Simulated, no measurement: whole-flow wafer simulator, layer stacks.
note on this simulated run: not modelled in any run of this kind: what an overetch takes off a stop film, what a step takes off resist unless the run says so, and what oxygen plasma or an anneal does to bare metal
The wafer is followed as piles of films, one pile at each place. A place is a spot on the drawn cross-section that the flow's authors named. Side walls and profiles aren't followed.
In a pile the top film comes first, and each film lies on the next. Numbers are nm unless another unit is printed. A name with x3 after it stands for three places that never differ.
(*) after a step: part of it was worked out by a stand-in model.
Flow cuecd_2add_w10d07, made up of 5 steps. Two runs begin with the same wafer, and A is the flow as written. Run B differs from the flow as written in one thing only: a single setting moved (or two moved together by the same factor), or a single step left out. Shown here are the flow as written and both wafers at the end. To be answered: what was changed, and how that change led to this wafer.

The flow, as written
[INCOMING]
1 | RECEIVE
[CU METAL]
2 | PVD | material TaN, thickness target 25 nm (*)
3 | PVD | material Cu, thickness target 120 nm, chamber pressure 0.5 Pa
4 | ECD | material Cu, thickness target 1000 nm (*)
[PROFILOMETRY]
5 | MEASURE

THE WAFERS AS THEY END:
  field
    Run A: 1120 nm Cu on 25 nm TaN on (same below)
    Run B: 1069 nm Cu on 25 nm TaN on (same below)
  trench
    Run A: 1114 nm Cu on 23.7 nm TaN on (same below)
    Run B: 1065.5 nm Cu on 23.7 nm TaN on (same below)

The reason: step 3, PVD: thickness target 69 nm was run, whereas the flow has thickness target 120 nm.

How this came from the change, step by step:
  3 | PVD | material Cu, thickness target 120 nm, chamber pressure 0.5 Pa
      field: A Cu gains 120 (new film) | B Cu gains 69 (new film)
      trench: A Cu gains 114 (new film) | B Cu gains 65.5 (new film)
